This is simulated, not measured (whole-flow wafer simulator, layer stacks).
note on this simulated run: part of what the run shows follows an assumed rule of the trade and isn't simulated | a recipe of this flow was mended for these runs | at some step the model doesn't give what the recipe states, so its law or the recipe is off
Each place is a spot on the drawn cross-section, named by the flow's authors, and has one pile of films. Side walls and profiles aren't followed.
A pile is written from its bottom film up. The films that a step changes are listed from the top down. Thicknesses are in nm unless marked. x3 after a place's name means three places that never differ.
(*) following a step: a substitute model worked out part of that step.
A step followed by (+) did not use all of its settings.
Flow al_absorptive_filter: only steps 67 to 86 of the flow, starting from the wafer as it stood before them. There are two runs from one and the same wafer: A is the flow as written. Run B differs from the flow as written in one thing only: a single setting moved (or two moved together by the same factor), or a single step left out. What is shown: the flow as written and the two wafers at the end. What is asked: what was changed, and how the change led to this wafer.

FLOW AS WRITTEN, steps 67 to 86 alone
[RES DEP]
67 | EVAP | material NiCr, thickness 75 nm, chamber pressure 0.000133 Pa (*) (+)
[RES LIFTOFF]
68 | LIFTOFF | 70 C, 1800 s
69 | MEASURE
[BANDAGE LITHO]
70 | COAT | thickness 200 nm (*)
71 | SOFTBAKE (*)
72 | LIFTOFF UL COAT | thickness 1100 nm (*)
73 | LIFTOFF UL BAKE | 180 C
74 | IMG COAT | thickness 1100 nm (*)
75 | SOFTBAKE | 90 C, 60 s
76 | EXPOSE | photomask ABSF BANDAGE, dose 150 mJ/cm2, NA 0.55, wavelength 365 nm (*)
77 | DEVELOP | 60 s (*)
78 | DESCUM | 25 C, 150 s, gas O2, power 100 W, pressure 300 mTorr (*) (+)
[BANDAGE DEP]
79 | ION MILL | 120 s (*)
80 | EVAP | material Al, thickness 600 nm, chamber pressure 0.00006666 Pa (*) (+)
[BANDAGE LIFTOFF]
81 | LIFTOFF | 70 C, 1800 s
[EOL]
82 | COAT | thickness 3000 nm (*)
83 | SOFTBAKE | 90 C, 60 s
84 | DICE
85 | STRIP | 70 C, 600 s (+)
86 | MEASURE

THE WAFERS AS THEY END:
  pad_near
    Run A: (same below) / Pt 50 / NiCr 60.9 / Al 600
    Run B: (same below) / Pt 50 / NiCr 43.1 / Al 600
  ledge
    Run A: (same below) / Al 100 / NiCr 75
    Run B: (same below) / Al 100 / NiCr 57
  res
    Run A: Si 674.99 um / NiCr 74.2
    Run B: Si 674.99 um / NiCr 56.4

What caused this: step 67, EVAP: thickness 57 nm was run, while the flow as written has thickness 75 nm.
The wafer lets one read it off: ledge has NiCr 57, and step 67 as written asks for 75 nm.

How this came from the change, step by step:
  67 | EVAP | material NiCr, thickness 75 nm, chamber pressure 0.000133 Pa (*) (+)
      gnd, pad_far, ledge and 9 more: A NiCr gains 75 (new film) | B NiCr gains 57 (new film)
      pad_near, res: A NiCr gains 74.2 (new film) | B NiCr gains 56.4 (new film)
  68 | LIFTOFF | 70 C, 1800 s
      xa_field, xl_land, idc_field: A NiCr loses 75 (all of it), i-line-resist loses 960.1 (all of it), lift-off-underlayer loses 1100 (all of it), acrylic-e-beam-resist loses 200 (all of it) | B NiCr loses 57 (all of it), i-line-resist loses 960.1 (all of it), lift-off-underlayer loses 1100 (all of it), acrylic-e-beam-resist loses 200 (all of it)
      gnd: A NiCr loses 75 (all of it), i-line-resist loses 959.5 (all of it), lift-off-underlayer loses 1100.9 (all of it), acrylic-e-beam-resist loses 200.6 (all of it) | B NiCr loses 57 (all of it), i-line-resist loses 959.5 (all of it), lift-off-underlayer loses 1100.9 (all of it), acrylic-e-beam-resist loses 200.6 (all of it)
      (and at 7 other places as well)
  83 | SOFTBAKE | 90 C, 60 s
      gnd: A i-line-resist gains 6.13 | B i-line-resist gains 5.54
      pad_near: A i-line-resist loses 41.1 | B i-line-resist loses 40.1
      (and at 2 other places as well)
